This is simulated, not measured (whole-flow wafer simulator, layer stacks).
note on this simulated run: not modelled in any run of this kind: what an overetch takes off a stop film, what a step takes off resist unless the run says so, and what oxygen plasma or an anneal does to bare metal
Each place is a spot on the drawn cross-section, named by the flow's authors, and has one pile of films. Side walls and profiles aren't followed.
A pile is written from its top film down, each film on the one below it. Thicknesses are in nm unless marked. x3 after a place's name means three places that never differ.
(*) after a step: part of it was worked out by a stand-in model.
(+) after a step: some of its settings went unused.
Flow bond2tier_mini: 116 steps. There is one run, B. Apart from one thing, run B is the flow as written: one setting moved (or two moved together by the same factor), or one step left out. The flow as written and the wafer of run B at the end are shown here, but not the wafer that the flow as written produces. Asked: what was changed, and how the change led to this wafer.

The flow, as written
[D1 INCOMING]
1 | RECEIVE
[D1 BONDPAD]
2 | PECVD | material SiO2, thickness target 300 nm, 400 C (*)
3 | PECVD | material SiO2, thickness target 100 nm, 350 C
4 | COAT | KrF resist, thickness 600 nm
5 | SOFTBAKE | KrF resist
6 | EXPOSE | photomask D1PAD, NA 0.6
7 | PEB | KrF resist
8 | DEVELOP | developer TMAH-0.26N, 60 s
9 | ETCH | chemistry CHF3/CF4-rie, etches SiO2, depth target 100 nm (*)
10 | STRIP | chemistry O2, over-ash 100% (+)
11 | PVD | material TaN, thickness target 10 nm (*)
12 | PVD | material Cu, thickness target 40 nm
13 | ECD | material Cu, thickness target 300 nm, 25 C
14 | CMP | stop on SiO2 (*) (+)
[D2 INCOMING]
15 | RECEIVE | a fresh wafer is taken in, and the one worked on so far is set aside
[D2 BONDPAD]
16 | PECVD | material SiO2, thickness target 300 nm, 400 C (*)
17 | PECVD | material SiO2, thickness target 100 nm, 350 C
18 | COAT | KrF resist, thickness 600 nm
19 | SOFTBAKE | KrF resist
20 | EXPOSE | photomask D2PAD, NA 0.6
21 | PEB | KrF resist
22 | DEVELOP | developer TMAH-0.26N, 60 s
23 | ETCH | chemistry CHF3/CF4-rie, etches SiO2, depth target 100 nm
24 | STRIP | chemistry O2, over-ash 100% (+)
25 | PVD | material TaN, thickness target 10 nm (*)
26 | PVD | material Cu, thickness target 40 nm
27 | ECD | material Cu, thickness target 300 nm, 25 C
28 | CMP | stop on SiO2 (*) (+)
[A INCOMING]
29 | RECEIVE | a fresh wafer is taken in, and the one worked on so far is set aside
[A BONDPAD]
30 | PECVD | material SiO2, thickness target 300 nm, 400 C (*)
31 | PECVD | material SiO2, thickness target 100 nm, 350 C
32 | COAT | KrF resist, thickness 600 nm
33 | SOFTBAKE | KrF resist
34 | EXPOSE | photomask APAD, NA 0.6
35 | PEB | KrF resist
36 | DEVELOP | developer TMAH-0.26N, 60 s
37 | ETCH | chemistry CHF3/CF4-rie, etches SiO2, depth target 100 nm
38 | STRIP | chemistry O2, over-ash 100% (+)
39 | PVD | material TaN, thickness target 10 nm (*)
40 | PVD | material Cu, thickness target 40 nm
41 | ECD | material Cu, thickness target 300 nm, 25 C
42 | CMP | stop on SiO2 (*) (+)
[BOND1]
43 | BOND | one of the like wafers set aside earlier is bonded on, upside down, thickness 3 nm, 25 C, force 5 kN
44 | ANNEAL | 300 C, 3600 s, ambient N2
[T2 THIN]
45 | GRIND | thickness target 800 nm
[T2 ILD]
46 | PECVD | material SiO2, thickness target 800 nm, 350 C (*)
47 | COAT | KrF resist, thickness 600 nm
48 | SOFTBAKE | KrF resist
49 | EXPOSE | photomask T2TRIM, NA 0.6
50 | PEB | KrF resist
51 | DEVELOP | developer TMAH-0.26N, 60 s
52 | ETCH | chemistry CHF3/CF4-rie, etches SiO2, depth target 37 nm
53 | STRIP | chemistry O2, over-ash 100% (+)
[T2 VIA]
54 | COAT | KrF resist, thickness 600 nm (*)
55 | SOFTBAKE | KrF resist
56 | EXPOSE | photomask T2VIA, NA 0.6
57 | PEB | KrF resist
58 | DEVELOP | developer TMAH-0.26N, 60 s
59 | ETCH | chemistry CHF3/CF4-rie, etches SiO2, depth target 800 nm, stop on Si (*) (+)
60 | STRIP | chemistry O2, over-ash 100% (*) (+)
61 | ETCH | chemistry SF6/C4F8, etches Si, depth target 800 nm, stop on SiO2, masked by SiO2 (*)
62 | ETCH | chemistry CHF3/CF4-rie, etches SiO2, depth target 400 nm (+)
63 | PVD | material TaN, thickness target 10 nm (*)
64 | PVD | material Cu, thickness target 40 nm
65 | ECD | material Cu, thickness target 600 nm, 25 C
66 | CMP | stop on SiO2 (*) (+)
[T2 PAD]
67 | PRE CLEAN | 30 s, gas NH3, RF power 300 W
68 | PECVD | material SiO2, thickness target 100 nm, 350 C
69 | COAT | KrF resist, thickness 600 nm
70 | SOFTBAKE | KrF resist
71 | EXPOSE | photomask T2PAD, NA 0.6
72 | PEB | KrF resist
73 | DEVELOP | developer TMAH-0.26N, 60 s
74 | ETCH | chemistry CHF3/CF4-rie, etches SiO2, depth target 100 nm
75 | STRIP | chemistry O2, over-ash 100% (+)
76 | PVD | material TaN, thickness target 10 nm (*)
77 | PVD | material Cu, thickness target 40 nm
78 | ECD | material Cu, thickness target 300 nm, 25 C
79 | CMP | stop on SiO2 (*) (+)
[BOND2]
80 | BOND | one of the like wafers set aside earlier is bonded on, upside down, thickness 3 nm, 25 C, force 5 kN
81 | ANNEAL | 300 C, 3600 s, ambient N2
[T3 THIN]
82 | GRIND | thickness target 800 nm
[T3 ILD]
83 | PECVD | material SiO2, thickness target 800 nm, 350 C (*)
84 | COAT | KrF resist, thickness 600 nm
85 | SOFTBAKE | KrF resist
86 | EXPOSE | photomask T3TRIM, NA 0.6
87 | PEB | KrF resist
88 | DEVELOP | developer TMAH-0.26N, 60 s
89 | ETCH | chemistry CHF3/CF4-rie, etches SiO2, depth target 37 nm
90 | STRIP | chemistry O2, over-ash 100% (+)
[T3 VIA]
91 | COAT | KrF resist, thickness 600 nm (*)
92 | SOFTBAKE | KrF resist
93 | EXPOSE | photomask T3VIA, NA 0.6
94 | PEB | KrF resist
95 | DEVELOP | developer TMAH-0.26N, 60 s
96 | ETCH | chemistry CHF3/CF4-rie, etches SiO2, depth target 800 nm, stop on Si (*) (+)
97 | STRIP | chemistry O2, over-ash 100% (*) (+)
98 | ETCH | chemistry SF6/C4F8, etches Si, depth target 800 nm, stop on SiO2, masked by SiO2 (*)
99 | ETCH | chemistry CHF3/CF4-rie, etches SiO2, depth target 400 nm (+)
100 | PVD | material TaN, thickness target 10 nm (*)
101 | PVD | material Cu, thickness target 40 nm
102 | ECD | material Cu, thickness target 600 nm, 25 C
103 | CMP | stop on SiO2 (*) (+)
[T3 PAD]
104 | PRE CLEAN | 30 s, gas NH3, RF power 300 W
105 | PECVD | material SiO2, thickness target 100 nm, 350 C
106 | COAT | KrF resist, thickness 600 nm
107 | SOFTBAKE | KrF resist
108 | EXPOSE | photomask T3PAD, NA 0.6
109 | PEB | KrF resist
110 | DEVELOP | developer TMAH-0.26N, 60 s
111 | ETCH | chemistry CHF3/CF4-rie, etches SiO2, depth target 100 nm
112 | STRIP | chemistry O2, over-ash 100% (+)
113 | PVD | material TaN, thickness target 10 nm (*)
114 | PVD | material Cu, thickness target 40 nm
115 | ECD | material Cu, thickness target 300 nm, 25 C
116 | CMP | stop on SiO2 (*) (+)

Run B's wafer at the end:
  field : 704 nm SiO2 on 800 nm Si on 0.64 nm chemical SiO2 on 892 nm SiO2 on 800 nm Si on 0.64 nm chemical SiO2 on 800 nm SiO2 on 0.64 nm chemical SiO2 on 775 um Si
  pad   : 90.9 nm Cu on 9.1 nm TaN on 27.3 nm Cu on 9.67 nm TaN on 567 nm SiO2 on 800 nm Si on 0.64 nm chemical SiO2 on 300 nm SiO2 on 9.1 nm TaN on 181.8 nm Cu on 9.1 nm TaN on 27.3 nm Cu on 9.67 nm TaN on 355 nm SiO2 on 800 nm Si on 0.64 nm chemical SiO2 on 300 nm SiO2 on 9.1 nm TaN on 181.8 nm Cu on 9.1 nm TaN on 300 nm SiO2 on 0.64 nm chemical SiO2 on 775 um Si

What caused this: step 99, ETCH: depth target 188 nm was run, while the flow as written has depth target 400 nm.

How this came from the change, step by step:
  99 | ETCH | chemistry CHF3/CF4-rie, etches SiO2, depth target 400 nm (+)
      field, pad: SiO2 loses 188 (in the flow as written it would be: SiO2 loses 400)
